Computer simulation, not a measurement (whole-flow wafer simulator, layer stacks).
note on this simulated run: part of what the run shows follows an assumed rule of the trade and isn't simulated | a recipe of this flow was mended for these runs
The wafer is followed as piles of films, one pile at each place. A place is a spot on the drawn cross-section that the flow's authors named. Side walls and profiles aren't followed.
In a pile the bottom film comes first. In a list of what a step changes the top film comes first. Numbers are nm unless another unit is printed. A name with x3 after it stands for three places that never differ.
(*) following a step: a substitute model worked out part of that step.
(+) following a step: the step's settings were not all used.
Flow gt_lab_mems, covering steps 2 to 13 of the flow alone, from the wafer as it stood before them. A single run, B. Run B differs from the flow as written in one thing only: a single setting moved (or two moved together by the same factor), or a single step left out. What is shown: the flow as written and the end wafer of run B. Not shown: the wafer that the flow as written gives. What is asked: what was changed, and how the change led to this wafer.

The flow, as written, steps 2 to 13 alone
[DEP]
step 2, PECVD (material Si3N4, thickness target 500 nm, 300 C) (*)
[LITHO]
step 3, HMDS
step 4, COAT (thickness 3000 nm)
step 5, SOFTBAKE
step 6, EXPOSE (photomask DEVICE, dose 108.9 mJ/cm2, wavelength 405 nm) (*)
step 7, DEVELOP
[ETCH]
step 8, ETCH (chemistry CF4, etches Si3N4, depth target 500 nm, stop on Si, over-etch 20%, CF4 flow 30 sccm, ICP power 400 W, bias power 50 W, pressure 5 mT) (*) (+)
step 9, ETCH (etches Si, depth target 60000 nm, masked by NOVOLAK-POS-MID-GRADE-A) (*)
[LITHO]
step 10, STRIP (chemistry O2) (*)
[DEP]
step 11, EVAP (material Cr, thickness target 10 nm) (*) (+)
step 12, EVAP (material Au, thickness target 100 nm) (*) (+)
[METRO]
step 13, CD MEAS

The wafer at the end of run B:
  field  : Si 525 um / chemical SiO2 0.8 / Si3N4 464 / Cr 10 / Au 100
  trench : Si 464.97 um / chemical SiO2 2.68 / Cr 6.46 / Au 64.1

Cause: step 2, PECVD: thickness target 464 nm was run, though the flow has thickness target 500 nm.
One can read it off the wafer: field has Si3N4 464, and step 2 as written asks for 500 nm.

The path from the change to this, step by step:
  step 2, PECVD (material Si3N4, thickness target 500 nm, 300 C) (*)
      field, trench: Si3N4 gains 464 (new film) (as written it would have been: Si3N4 gains 500 (new film))
  step 8, ETCH (chemistry CF4, etches Si3N4, depth target 500 nm, stop on Si, over-etch 20%, CF4 flow 30 sccm, ICP power 400 W, bias power 50 W, pressure 5 mT) (*) (+)
      field: g/i-line-resist loses 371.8 (as written it would have been: g/i-line-resist loses 400)
      trench: Si3N4 loses 464 (all of it), chemical SiO2 loses 0.8 (all of it), Si loses 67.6 (as written it would have been: Si3N4 loses 500 (all of it), chemical SiO2 loses 0.8 (all of it), Si loses 49.6)
  step 10, STRIP (chemistry O2) (*)
      field: g/i-line-resist loses 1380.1 (all of it) (as written it would have been: g/i-line-resist loses 1352 (all of it))
